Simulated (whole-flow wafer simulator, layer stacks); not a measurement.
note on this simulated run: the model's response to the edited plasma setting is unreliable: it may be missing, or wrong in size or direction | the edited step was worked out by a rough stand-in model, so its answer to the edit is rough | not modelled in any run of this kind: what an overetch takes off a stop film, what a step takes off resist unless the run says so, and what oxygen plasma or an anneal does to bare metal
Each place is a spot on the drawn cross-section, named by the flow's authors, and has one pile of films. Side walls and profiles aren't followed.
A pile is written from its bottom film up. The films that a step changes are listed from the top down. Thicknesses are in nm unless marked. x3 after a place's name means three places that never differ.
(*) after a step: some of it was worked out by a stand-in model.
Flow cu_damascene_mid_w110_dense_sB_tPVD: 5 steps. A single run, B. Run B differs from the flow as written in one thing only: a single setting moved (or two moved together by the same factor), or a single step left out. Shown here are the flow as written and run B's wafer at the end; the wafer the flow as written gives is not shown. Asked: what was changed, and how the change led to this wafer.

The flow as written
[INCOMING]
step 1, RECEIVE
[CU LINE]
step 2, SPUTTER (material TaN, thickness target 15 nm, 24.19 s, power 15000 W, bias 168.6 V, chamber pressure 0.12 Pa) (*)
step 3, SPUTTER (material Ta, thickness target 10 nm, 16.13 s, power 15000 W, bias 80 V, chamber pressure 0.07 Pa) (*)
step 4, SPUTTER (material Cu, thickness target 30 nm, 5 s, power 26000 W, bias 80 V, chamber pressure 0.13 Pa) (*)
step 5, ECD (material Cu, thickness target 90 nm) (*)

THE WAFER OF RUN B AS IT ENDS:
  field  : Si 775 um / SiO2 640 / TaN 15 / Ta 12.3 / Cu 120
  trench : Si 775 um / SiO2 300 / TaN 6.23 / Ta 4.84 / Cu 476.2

The reason: step 3, SPUTTER: power 20290 W was run, while the flow as written has power 15000 W; step 3, SPUTTER: bias 108 V was run, where the flow has bias 80 V.

The path from the change to this, step by step:
  step 3, SPUTTER (material Ta, thickness target 10 nm, 16.13 s, power 15000 W, bias 80 V, chamber pressure 0.07 Pa) (*)
      field: +12.3 Ta (new film) (in the flow as written it would be: +10 Ta (new film))
      trench: +4.84 Ta (new film) (in the flow as written it would be: +4.05 Ta (new film))
